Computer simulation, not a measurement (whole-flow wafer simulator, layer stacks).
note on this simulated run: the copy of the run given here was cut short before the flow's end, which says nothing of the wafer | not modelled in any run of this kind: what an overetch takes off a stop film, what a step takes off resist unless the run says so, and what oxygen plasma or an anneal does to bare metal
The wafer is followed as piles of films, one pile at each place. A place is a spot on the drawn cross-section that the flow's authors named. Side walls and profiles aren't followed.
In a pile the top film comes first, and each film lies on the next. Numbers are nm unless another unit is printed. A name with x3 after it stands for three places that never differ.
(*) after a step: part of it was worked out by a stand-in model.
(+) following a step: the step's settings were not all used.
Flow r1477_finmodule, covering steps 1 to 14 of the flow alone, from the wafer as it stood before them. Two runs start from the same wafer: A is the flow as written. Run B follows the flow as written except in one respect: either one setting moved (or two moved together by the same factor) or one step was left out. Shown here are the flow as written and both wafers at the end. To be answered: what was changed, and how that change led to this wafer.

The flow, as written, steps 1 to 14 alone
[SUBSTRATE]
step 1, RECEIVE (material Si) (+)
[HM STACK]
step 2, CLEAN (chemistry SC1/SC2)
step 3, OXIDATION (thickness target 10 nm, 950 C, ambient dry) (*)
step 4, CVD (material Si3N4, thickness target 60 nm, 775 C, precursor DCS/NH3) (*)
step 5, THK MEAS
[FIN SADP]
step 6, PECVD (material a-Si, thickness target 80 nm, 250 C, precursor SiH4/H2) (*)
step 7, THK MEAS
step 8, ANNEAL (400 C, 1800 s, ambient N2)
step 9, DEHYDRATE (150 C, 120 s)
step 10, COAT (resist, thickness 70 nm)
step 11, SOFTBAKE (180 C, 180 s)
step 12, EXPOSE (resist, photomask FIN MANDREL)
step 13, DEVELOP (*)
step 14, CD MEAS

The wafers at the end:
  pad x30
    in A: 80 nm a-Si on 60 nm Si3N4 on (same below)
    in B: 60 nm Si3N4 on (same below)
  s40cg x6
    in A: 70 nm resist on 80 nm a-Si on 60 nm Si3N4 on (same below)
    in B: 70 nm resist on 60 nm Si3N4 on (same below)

What caused this: step 6, PECVD: material a-Si, thickness target 80 nm, 250 C, precursor SiH4/H2 (*), was not run.

The path from the change to this, step by step:
  (no step that both runs have acts differently)
